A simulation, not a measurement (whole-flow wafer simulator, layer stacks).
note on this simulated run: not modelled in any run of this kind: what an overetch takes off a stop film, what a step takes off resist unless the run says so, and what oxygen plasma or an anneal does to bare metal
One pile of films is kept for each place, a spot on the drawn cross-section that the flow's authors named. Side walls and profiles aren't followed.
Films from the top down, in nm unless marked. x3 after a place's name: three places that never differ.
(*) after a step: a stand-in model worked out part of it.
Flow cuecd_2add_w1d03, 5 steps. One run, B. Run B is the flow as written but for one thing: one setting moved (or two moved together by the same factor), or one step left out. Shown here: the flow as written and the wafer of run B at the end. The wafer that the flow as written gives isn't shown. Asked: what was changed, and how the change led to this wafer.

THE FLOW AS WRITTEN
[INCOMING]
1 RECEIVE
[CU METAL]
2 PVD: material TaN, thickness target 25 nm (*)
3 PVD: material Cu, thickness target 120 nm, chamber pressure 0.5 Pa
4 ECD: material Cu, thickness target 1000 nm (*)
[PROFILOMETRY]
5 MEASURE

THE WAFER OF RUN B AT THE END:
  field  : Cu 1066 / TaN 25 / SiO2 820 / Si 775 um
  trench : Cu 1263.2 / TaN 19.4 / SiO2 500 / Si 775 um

The cause: step 3, PVD: thickness target 66 nm was run, where the flow has thickness target 120 nm.

How the change led to this, step by step:
  3 PVD: material Cu, thickness target 120 nm, chamber pressure 0.5 Pa
      field: Cu +66 (new film) (as written it would be: Cu +120 (new film))
      trench: Cu +51.4 (new film) (as written it would be: Cu +93.4 (new film))
